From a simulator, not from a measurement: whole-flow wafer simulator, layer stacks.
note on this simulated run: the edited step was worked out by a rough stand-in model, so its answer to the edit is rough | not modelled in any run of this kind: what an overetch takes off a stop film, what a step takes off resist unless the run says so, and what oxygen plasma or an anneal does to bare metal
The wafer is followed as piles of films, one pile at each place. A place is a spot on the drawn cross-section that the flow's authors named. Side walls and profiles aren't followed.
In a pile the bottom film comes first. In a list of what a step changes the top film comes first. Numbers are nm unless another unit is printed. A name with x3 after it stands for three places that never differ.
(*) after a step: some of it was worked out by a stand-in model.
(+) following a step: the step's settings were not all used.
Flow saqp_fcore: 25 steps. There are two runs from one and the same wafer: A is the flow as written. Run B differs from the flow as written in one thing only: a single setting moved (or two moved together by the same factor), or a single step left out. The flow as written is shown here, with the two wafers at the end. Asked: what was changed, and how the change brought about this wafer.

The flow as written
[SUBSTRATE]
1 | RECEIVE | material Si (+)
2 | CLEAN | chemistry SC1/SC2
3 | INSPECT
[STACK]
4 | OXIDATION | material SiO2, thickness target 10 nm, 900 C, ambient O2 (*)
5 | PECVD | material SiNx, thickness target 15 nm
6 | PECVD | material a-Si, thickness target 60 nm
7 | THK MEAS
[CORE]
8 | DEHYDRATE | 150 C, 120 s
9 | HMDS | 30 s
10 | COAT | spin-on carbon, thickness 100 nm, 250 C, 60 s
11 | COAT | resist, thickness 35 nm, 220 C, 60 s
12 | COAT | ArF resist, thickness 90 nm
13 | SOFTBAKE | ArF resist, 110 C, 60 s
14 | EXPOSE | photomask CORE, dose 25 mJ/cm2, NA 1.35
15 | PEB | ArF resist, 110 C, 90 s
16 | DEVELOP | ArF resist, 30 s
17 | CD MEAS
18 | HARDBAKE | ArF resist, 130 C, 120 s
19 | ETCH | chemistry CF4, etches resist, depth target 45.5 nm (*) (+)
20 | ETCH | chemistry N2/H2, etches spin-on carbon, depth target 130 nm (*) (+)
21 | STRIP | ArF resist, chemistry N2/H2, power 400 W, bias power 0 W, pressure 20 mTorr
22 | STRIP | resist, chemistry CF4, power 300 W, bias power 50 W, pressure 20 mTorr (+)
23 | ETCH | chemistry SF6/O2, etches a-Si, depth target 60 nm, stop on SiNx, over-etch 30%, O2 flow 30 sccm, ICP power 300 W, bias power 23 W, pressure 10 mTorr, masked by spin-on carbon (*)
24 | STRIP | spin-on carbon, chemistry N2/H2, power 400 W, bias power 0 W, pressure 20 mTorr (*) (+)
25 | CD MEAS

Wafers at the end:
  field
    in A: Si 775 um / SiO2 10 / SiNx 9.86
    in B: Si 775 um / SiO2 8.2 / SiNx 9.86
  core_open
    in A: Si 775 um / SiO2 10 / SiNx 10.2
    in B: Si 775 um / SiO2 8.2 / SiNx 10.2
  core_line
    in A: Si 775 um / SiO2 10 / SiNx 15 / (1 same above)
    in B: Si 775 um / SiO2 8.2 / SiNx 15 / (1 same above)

Cause: step 4, OXIDATION: thickness target 8.2 nm was run, whereas the flow has thickness target 10 nm.
The wafer lets one read it off: field has SiO2 8.2, and step 4 as written asks for 10 nm.

The path from the change to this, step by step:
  4 | OXIDATION | material SiO2, thickness target 10 nm, 900 C, ambient O2 (*)
      field, core_open, core_line: A +10 SiO2 (new film), -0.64 chemical SiO2 (all of it), -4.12 Si | B +8.2 SiO2 (new film), -0.64 chemical SiO2 (all of it), -3.32 Si
